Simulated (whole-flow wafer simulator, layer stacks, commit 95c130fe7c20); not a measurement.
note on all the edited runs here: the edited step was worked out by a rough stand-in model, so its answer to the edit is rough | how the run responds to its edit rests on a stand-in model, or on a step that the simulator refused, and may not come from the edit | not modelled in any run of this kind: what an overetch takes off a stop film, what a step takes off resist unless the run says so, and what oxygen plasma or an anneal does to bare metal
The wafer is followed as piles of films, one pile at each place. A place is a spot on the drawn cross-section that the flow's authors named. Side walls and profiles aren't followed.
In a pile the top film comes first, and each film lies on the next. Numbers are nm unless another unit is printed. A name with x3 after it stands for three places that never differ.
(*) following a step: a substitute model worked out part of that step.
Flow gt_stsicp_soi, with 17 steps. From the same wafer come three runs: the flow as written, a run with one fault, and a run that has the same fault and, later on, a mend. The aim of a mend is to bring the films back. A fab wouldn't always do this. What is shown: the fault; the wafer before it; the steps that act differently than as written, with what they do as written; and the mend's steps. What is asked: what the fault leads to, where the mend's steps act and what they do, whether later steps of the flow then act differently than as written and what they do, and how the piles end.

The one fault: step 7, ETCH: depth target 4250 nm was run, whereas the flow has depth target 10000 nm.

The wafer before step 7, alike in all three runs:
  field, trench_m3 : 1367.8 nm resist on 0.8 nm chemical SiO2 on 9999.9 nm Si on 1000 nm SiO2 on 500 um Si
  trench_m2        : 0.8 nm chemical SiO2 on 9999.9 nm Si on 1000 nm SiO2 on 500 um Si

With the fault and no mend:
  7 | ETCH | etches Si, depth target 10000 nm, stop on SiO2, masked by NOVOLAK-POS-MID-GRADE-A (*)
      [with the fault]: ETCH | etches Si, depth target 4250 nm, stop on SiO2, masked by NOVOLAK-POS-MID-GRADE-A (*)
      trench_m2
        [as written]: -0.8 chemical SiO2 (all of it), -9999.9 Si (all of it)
        [with the fault]: -0.8 chemical SiO2 (all of it), -4250 Si
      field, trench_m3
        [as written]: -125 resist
        [with the fault]: -53.1 resist
  Steps further on in the flow that do not act as written (not shown: 1 more step that differs only slightly, by at most 2% or 0.5 nm, whichever is larger):
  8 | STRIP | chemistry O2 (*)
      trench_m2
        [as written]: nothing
        [with the fault]: +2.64 chemical SiO2 (new film), -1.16 Si
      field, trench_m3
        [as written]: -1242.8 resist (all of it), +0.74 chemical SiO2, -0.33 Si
        [with the fault]: -1314.7 resist (all of it), +0.75 chemical SiO2, -0.33 Si
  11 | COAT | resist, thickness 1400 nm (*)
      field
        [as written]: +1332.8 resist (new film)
        [with the fault]: +1371.2 resist (new film)
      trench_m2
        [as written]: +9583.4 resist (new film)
        [with the fault]: +4946.2 resist (new film)
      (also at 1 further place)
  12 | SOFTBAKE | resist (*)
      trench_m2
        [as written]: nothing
        [with the fault]: +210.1 resist
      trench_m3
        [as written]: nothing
        [with the fault]: +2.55 resist
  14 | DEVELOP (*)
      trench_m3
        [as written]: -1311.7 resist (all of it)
        [with the fault]: -1364.8 resist (all of it)
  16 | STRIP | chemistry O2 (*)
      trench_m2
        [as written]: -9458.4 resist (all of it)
        [with the fault]: -5031.3 resist (all of it), +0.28 chemical SiO2, -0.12 Si
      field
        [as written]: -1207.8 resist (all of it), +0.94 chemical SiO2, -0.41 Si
        [with the fault]: -1246.5 resist (all of it), +0.66 chemical SiO2, -0.29 Si
  By the end, the piles at trench_m2 depart from the flow's by more than 2% or 0.5 nm, whichever is larger.
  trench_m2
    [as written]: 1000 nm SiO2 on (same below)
    [with the fault]: 2.92 nm chemical SiO2 on 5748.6 nm Si on 1000 nm SiO2 on (same below)

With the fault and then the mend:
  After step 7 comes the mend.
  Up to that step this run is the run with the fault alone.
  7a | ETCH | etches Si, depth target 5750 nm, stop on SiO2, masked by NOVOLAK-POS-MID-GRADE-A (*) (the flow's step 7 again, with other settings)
      field, trench_m3
        -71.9 resist
      trench_m2
        -5749.9 Si (all of it)
  None of the later steps of the flow acts differently than as written at any place that is followed.
  The piles end the same as the flow's at every place that both follow.
